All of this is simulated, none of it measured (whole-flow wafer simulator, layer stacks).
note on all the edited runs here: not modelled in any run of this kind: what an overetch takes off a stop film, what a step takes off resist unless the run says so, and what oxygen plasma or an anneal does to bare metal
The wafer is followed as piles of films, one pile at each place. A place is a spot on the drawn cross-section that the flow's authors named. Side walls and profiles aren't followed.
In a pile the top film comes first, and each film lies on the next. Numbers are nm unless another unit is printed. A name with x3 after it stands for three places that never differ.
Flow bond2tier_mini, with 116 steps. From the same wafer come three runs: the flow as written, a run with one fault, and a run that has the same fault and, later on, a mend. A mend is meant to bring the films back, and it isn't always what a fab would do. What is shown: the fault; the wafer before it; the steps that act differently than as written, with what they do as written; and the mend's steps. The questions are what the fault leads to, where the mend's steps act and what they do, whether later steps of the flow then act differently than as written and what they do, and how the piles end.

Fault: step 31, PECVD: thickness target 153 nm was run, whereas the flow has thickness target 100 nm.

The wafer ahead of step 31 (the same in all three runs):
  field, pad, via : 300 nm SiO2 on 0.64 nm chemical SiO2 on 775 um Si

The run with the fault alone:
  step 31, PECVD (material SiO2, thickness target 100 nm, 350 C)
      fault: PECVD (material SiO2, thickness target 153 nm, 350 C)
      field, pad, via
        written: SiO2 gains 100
        fault: SiO2 gains 153
  Every later step of the flow that is run acts as written at every place that is followed.
  The piles end different from the flow's at field, pad by more than 2% or 0.5 nm, whichever is larger.
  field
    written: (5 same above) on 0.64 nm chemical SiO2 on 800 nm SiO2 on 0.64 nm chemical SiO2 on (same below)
    fault: (5 same above) on 0.64 nm chemical SiO2 on 853 nm SiO2 on 0.64 nm chemical SiO2 on (same below)
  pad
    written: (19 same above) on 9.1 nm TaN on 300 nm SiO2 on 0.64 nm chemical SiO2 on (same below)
    fault: (19 same above) on 9.1 nm TaN on 353 nm SiO2 on 0.64 nm chemical SiO2 on (same below)

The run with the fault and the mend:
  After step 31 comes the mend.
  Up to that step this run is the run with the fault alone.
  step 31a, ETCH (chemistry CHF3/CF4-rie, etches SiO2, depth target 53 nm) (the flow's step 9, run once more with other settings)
      field, pad, via
        SiO2 loses 53
  Every later step of the flow that is run acts as written at every place that is followed.
  By the end, the piles equal the flow's at every place that both follow.
